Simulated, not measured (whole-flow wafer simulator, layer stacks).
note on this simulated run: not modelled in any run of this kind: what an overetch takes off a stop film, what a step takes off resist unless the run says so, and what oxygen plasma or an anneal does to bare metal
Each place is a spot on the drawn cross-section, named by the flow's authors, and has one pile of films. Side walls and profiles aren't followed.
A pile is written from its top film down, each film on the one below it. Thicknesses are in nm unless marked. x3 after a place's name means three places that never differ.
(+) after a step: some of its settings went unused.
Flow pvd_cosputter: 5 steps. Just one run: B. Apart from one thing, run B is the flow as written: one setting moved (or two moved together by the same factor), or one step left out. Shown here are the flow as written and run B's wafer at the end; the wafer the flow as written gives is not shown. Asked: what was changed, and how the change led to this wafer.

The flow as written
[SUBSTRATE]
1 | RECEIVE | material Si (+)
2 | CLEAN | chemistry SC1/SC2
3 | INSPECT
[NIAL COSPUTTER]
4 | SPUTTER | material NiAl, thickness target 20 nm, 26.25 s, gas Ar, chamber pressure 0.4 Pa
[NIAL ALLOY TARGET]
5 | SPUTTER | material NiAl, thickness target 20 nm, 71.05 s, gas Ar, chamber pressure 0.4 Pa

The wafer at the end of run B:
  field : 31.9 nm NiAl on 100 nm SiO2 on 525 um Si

The reason: step 4, SPUTTER: thickness target 11.88 nm was run, while the flow as written has thickness target 20 nm; step 4, SPUTTER: 15.59 s was run, where the flow has 26.25 s.

Step by step, how the change led to this:
  4 | SPUTTER | material NiAl, thickness target 20 nm, 26.25 s, gas Ar, chamber pressure 0.4 Pa
      field: +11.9 NiAl (new film) (as written it would have been: +20 NiAl (new film))
